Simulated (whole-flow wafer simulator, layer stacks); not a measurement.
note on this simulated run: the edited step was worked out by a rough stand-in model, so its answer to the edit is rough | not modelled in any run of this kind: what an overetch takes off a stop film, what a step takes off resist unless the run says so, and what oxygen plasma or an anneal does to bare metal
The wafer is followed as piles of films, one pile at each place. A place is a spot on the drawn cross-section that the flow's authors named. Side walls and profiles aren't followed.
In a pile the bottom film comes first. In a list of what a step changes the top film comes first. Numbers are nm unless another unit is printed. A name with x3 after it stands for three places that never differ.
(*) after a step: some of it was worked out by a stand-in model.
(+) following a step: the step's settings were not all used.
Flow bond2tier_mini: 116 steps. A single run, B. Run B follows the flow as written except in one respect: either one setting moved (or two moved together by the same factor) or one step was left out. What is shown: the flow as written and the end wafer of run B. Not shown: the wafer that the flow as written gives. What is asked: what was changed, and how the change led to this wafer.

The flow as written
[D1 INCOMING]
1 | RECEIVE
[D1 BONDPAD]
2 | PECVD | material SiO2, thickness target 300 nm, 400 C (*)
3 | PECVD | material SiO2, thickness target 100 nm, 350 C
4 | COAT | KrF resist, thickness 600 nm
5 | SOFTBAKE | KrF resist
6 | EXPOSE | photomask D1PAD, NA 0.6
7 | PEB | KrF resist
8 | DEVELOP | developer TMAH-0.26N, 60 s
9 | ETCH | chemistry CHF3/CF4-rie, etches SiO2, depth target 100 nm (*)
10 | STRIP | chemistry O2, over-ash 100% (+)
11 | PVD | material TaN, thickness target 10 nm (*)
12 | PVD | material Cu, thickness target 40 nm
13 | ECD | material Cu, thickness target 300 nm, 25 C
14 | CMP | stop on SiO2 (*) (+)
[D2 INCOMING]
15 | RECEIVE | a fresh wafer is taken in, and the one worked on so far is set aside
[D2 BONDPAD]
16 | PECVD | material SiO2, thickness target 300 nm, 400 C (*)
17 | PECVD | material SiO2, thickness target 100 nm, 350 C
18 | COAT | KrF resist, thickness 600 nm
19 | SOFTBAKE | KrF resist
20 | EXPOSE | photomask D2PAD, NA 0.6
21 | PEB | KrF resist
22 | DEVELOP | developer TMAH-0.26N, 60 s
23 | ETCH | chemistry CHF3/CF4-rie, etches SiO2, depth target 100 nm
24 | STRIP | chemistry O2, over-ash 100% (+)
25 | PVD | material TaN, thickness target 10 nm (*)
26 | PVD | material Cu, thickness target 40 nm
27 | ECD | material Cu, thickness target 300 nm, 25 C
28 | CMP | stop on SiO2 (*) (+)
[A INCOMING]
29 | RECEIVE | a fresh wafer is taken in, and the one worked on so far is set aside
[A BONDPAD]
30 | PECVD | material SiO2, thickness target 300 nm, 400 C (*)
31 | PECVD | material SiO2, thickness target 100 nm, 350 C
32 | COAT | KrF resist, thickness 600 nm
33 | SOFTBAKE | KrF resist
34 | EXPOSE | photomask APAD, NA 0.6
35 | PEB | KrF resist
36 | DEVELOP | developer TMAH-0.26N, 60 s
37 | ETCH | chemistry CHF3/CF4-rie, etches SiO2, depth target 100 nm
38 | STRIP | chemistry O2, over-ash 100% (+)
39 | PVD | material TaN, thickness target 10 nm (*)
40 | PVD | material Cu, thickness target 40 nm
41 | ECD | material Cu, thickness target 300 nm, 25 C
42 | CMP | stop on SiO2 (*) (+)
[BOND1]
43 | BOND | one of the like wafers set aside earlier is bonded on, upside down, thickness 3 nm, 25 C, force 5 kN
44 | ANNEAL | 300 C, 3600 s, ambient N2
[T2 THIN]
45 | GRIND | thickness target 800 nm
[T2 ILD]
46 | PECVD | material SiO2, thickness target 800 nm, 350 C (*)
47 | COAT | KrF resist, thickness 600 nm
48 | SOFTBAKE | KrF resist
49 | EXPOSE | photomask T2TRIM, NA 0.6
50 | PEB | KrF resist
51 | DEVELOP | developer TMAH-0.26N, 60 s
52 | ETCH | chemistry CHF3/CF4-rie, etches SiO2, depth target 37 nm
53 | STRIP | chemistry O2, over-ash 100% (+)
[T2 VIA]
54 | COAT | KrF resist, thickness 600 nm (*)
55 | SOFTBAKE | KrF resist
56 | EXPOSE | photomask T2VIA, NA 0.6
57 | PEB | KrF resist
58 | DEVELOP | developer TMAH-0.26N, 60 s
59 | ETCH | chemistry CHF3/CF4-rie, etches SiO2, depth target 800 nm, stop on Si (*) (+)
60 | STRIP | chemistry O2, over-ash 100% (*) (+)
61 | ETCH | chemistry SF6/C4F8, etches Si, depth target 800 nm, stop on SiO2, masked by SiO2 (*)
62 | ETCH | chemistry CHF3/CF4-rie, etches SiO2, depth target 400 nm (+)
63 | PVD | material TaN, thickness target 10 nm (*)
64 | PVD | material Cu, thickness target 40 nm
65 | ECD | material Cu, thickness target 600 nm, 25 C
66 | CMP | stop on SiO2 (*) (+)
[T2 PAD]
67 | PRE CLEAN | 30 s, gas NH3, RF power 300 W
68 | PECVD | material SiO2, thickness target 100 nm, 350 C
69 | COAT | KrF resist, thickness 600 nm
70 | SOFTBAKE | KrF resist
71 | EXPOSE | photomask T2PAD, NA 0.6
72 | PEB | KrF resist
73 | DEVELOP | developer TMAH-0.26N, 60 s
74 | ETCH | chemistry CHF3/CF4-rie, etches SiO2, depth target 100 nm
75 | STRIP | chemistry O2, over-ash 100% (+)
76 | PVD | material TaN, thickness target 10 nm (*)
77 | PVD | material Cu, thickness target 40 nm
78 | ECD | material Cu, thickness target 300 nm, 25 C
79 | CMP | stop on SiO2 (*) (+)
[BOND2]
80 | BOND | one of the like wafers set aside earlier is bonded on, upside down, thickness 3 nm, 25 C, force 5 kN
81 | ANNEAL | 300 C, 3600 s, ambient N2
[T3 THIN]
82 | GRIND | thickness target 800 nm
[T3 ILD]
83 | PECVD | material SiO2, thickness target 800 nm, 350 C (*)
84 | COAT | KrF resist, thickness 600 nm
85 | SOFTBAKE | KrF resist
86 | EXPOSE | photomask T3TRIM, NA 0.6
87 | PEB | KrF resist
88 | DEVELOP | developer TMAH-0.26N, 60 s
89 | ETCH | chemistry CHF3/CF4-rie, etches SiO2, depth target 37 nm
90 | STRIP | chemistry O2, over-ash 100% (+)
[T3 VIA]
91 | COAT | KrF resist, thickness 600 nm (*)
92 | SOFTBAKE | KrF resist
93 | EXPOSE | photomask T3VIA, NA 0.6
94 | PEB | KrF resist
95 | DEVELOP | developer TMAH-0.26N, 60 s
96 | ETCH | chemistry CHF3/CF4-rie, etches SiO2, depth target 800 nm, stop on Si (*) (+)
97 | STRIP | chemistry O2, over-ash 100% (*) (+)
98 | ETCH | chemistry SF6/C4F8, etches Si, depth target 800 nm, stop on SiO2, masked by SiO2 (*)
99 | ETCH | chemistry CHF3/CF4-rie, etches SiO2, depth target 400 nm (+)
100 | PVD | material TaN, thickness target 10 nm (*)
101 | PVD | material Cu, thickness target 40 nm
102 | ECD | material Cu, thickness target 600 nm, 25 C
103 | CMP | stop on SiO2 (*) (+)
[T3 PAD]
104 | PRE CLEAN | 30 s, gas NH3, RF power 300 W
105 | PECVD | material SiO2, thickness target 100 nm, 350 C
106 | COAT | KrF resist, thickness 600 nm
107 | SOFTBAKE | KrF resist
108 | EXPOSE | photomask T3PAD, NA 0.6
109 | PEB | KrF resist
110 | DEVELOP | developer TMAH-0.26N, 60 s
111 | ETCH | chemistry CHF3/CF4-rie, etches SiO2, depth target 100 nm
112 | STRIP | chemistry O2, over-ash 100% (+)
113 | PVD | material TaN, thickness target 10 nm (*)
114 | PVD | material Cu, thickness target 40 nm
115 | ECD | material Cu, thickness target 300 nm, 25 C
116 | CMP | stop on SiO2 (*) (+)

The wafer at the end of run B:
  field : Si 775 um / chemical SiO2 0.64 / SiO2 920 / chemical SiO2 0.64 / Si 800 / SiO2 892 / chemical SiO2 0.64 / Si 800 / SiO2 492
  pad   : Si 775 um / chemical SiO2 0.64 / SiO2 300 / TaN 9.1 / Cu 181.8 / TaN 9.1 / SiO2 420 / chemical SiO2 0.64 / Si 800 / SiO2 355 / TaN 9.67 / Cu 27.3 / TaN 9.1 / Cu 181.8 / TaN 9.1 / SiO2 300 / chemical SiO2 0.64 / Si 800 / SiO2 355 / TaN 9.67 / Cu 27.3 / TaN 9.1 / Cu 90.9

Cause: step 2, PECVD: thickness target 420 nm was run, while the flow as written has thickness target 300 nm.
One can read it off the wafer: pad has SiO2 420, and step 2 as written asks for 300 nm.

How this came from the change, step by step:
  2 | PECVD | material SiO2, thickness target 300 nm, 400 C (*)
      field, pad, via: SiO2 gains 420 (new film) (as written it would have been: SiO2 gains 300 (new film))
  43 | BOND | one of the like wafers set aside earlier is bonded on, upside down, thickness 3 nm, 25 C, force 5 kN
      field: Si gains 775 um (new film), chemical SiO2 gains 0.64 (new film), SiO2 gains 520 (as written it would have been: Si gains 775 um (new film), chemical SiO2 gains 0.64 (new film), SiO2 gains 400)
      pad: Si gains 775 um (new film), chemical SiO2 gains 0.64 (new film), SiO2 gains 420 (new film), TaN gains 9.1 (new film), Cu gains 90.9 (as written it would have been: Si gains 775 um (new film), chemical SiO2 gains 0.64 (new film), SiO2 gains 300 (new film), TaN gains 9.1 (new film), Cu gains 90.9)
      (as well as at 1 more place)
